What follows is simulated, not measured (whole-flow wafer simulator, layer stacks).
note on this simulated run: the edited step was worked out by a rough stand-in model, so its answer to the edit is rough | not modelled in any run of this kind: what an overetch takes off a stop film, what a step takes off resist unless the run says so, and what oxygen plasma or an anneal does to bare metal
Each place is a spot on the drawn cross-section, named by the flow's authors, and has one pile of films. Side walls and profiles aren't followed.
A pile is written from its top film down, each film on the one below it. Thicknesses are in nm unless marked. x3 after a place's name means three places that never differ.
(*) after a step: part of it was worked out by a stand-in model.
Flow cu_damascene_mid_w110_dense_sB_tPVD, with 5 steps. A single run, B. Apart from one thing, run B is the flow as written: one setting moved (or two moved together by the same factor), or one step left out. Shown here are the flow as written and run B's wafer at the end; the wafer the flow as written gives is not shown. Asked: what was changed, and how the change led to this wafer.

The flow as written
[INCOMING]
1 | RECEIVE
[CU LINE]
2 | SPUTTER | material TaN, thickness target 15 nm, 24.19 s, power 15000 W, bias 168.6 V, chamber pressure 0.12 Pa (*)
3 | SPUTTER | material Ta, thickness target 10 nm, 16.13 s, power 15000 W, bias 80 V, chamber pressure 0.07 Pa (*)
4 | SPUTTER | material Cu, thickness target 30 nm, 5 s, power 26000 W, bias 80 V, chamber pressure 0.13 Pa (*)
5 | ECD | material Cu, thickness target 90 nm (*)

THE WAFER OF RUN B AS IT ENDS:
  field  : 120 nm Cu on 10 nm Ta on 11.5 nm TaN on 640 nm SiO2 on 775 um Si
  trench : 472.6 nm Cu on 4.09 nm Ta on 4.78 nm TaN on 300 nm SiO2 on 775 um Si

The reason: step 2, SPUTTER: power 11510 W was run, while the flow as written has power 15000 W.

The path from the change to this, step by step:
  2 | SPUTTER | material TaN, thickness target 15 nm, 24.19 s, power 15000 W, bias 168.6 V, chamber pressure 0.12 Pa (*)
      field: +11.5 TaN (new film) (as written it would have been: +15 TaN (new film))
      trench: +4.78 TaN (new film) (as written it would have been: +6.23 TaN (new film))
